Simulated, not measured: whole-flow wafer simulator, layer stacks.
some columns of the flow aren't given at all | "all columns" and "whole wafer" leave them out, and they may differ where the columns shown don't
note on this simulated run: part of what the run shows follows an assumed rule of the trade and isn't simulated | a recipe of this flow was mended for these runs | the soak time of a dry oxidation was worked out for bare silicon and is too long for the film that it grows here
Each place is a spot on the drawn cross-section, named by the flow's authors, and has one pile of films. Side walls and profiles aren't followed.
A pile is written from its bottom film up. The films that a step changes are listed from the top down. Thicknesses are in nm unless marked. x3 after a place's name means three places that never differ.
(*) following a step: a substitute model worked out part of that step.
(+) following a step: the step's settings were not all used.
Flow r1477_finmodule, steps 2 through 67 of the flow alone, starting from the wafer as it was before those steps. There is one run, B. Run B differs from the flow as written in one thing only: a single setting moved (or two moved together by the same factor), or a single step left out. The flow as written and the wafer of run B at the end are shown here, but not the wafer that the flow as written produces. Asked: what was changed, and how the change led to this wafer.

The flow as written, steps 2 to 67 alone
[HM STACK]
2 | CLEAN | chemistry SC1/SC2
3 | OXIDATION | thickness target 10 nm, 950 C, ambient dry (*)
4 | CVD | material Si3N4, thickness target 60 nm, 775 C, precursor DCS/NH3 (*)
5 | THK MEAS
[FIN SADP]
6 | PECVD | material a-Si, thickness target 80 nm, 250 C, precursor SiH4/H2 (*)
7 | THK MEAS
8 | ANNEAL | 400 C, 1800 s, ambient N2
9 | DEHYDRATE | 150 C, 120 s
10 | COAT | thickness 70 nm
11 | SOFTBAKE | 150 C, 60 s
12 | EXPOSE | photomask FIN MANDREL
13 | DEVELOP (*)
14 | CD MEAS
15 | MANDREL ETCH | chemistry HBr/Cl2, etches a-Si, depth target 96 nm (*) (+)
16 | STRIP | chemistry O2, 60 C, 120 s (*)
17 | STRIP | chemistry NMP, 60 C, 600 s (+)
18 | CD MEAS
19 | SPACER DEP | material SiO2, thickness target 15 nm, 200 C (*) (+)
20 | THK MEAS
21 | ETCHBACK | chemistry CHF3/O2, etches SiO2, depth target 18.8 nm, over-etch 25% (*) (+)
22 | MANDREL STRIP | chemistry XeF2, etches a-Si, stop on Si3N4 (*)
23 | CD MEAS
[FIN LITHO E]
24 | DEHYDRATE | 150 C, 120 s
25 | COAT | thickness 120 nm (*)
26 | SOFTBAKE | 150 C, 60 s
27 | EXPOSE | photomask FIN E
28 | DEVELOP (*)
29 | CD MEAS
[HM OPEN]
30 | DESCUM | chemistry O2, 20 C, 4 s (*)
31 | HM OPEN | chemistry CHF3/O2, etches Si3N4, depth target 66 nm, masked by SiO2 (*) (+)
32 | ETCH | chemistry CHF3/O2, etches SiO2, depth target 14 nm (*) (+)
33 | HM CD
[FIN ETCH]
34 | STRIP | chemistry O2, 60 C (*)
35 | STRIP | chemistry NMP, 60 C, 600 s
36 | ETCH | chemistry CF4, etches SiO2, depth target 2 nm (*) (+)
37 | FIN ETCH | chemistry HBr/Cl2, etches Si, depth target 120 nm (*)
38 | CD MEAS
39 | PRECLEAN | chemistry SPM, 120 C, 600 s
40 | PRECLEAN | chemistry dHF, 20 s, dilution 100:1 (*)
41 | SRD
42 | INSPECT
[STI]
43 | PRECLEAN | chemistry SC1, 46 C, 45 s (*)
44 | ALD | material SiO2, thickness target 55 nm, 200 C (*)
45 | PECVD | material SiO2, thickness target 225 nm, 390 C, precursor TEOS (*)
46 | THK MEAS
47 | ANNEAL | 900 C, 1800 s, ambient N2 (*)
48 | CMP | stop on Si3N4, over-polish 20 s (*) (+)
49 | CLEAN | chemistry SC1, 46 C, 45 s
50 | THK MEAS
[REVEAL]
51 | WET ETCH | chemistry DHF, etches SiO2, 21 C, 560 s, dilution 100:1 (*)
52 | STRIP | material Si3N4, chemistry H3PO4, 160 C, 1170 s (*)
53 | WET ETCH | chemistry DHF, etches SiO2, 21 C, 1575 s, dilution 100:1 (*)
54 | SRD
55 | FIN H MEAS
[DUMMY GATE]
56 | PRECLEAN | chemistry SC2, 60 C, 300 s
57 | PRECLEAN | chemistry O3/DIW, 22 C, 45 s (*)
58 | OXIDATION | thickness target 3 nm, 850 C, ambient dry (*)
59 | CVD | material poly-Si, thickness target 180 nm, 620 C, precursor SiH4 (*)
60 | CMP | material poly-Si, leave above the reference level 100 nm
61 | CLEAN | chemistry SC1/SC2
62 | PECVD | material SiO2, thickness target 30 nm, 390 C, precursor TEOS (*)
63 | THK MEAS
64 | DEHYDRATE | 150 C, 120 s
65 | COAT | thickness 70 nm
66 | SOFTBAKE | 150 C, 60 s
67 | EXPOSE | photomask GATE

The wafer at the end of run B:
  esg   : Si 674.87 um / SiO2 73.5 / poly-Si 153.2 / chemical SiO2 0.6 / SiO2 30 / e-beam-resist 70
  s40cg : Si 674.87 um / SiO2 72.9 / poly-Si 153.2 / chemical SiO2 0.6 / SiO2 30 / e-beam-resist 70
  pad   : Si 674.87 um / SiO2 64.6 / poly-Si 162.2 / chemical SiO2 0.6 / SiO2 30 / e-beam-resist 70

The reason: step 4, CVD: thickness target 52.8 nm was run, whereas the flow has thickness target 60 nm.

How this came from the change, step by step:
  4 | CVD | material Si3N4, thickness target 60 nm, 775 C, precursor DCS/NH3 (*)
      pad, padg, elg and 33 more: +52.8 Si3N4 (new film) (it would be, as written: +60 Si3N4 (new film))
  31 | HM OPEN | chemistry CHF3/O2, etches Si3N4, depth target 66 nm, masked by SiO2 (*) (+)
      pad, padg, esg and 13 more: -46.9 Si3N4 (all of it), -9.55 SiO2 (it would be, as written: -54.1 Si3N4 (all of it), -5.95 SiO2)
      s40cg, s45cg, s50cg, s40co, s45co, s50co: -52.8 Si3N4 (all of it), -6.6 SiO2 (it would be, as written: -60 Si3N4 (all of it), -3 SiO2)
  32 | ETCH | chemistry CHF3/O2, etches SiO2, depth target 14 nm (*) (+)
      pad, padg, esg and 13 more: -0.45 SiO2 (all of it), -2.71 Si (it would be, as written: -4.05 SiO2 (all of it), -1.99 Si)
      s40cg, s45cg, s50cg, s40co, s45co, s50co: -3.4 SiO2 (all of it), -2.12 Si (it would be, as written: -7 SiO2 (all of it), -1.4 Si)
  44 | ALD | material SiO2, thickness target 55 nm, 200 C (*)
      esg, e40sg, e100sg, e200sg, eso, e40so, e100so, e200so: +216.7 SiO2 (new film) (it would be, as written: +223.2 SiO2 (new film))
      s40cg, s45cg, s50cg, s40co, s45co, s50co: +256.7 SiO2 (new film) (it would be, as written: +263.2 SiO2 (new film))
      (as well as at 6 more places)
  48 | CMP | stop on Si3N4, over-polish 20 s (*) (+)
      pad, padg: -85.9 SiO2 (it would be, as written: -79.4 SiO2)
  52 | STRIP | material Si3N4, chemistry H3PO4, 160 C, 1170 s (*)
      elg, e40lg, e100lg, e200lg, elo, e40lo, e100lo, e200lo: -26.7 Si3N4 (all of it), -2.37 SiO2 (it would be, as written: -33.9 Si3N4 (all of it), -2.15 SiO2)
      s40sg_line, s45sg_line, s50sg_line, s40so_line, s45so_line, s50so_line: -47.9 Si3N4 (all of it), -1.71 SiO2 (it would be, as written: -55.1 Si3N4 (all of it), -1.49 SiO2)
  59 | CVD | material poly-Si, thickness target 180 nm, 620 C, precursor SiH4 (*)
      esg, e40sg, e100sg and 15 more: +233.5 poly-Si (new film) (it would be, as written: +226.3 poly-Si (new film))
      e200sg, e200so: +233.5 poly-Si (new film) (it would be, as written: +219.2 poly-Si (new film))
  60 | CMP | material poly-Si, leave above the reference level 100 nm
      pad, padg: -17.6 poly-Si (it would be, as written: -24.8 poly-Si)
      e200sg, e200so: -80 poly-Si (it would be, as written: -72.9 poly-Si)
